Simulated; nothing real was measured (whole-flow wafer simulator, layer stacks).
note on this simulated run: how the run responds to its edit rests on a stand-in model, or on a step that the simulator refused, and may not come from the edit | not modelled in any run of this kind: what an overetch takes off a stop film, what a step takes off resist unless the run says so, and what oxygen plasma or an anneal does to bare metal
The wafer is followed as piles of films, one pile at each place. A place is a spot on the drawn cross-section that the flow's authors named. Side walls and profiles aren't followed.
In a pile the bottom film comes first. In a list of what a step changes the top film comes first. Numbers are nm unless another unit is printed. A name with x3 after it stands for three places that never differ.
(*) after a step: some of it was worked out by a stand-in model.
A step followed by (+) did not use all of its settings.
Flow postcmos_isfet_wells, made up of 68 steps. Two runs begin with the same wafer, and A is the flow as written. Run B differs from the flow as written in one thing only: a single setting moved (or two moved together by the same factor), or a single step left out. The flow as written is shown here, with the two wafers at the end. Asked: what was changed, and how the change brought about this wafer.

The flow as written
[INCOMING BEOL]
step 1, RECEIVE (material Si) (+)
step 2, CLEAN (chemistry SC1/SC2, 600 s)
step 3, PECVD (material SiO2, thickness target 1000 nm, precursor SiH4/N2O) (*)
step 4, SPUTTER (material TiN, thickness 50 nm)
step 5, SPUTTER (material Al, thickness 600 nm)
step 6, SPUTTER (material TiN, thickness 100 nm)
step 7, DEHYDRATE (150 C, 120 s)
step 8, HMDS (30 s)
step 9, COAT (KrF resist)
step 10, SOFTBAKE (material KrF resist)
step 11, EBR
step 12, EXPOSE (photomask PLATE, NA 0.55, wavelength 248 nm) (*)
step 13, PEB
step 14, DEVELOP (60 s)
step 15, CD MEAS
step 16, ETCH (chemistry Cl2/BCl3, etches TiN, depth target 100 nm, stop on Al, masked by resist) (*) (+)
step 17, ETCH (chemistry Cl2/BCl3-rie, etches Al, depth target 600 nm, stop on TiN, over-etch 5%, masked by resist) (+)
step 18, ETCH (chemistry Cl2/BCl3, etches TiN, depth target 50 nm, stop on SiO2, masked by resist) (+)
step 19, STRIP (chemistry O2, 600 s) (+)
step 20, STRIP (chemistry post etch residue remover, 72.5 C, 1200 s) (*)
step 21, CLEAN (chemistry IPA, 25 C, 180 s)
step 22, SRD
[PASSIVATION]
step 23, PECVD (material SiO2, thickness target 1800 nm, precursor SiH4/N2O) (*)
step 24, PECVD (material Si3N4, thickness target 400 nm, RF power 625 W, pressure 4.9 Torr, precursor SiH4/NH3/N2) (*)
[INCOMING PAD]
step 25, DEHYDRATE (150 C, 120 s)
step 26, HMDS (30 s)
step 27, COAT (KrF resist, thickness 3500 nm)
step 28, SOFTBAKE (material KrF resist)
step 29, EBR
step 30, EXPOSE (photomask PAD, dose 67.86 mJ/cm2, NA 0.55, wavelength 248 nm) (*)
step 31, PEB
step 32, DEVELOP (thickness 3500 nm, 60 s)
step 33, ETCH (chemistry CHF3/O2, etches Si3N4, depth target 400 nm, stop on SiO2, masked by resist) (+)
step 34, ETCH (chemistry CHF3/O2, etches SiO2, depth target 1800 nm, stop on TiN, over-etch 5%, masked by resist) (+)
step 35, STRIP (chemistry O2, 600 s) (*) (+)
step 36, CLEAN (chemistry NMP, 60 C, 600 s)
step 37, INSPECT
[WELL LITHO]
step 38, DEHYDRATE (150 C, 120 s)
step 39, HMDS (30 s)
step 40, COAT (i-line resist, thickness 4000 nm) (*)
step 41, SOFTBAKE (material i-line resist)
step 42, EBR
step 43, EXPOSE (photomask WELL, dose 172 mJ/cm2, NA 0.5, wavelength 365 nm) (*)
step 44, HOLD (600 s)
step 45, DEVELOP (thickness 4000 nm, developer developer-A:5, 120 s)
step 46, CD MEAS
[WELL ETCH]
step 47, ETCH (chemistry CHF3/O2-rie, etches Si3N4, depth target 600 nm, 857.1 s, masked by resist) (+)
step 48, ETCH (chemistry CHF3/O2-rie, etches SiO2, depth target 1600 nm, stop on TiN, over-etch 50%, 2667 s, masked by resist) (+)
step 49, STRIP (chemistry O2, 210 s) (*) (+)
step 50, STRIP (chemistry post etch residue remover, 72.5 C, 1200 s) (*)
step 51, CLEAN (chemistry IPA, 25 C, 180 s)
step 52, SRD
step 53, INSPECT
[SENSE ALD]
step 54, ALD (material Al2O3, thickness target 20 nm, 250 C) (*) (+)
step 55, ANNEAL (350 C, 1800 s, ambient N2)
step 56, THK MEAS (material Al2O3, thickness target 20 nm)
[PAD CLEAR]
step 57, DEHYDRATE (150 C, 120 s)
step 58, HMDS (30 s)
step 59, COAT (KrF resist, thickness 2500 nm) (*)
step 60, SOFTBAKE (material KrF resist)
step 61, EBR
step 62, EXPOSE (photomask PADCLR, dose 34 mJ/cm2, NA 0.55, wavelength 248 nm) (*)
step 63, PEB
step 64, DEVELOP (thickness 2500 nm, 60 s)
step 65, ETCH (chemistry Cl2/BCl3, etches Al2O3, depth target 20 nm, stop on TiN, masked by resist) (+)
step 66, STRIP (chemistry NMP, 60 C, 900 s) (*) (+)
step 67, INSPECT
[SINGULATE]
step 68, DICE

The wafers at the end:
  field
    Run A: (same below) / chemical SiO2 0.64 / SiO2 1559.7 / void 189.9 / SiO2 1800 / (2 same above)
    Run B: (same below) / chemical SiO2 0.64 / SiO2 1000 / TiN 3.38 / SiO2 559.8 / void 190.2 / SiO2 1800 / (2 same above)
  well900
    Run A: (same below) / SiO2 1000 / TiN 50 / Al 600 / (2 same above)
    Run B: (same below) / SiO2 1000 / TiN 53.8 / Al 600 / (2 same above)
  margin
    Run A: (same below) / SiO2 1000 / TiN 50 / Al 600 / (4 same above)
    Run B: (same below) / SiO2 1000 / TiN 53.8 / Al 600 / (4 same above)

The reason: step 4, SPUTTER: thickness 53.8 nm was run, whereas the flow has thickness 50 nm.
The wafer lets one read it off: well900 has TiN 53.8, and step 4 as written asks for 50 nm.

Step by step, how the change led to this:
  step 4, SPUTTER (material TiN, thickness 50 nm)
      field, margin, well900, well1300 x3, pad_rim, pad_clr, pad_open: A TiN gains 50 (new film) | B TiN gains 53.8 (new film)
  step 18, ETCH (chemistry Cl2/BCl3, etches TiN, depth target 50 nm, stop on SiO2, masked by resist) (+)
      field: A TiN loses 50 (all of it) | B TiN loses 50
  step 23, PECVD (material SiO2, thickness target 1800 nm, precursor SiH4/N2O) (*)
      field: A SiO2 gains 1800 (new film), void gains 189.9 (new film), SiO2 gains 559.7 | B SiO2 gains 1800 (new film), void gains 190.2 (new film), SiO2 gains 559.8 (new film)
With metal films that touch counted as one body, field has 1 body; the flow as written gives 0 bodies.
